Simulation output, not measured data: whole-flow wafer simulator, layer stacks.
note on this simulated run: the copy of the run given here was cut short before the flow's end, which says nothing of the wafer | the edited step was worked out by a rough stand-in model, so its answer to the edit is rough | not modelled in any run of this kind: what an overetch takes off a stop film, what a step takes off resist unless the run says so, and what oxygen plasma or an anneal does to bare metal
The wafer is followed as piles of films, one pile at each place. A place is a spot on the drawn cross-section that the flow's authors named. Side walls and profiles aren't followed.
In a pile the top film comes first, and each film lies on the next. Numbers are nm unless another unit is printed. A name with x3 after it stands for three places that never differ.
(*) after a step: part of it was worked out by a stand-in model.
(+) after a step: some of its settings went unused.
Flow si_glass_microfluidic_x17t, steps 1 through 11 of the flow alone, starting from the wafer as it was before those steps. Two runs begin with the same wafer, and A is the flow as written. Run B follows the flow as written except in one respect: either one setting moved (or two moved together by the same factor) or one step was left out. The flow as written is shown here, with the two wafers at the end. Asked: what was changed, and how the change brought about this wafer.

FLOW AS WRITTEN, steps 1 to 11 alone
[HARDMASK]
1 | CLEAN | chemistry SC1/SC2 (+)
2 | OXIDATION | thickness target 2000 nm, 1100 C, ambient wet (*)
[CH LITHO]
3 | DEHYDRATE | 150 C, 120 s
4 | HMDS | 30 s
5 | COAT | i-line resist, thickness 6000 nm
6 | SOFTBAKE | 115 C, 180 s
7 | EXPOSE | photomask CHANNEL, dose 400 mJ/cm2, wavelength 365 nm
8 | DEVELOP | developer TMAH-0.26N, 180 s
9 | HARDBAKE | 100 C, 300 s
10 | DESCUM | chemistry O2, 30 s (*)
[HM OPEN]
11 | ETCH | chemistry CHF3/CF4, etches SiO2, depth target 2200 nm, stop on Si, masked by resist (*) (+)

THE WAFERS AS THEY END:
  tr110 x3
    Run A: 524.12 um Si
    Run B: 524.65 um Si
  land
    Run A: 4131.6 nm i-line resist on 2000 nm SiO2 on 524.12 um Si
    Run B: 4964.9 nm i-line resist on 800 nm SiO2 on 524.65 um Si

What caused this: step 2, OXIDATION: thickness target 800 nm was run, though the flow has thickness target 2000 nm.
The wafer itself shows it: land has SiO2 800, and step 2 as written asks for 2000 nm.

The path from the change to this, step by step:
  2 | OXIDATION | thickness target 2000 nm, 1100 C, ambient wet (*)
      land, tr110 x3: A +2000 SiO2 (new film), -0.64 chemical SiO2 (all of it), -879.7 Si | B +800 SiO2 (new film), -0.64 chemical SiO2 (all of it), -351.7 Si
  11 | ETCH | chemistry CHF3/CF4, etches SiO2, depth target 2200 nm, stop on Si, masked by resist (*) (+)
      tr110 x3: A -2000 SiO2 (all of it) | B -800 SiO2 (all of it)
      land: A -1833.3 i-line resist | B -1000 i-line resist
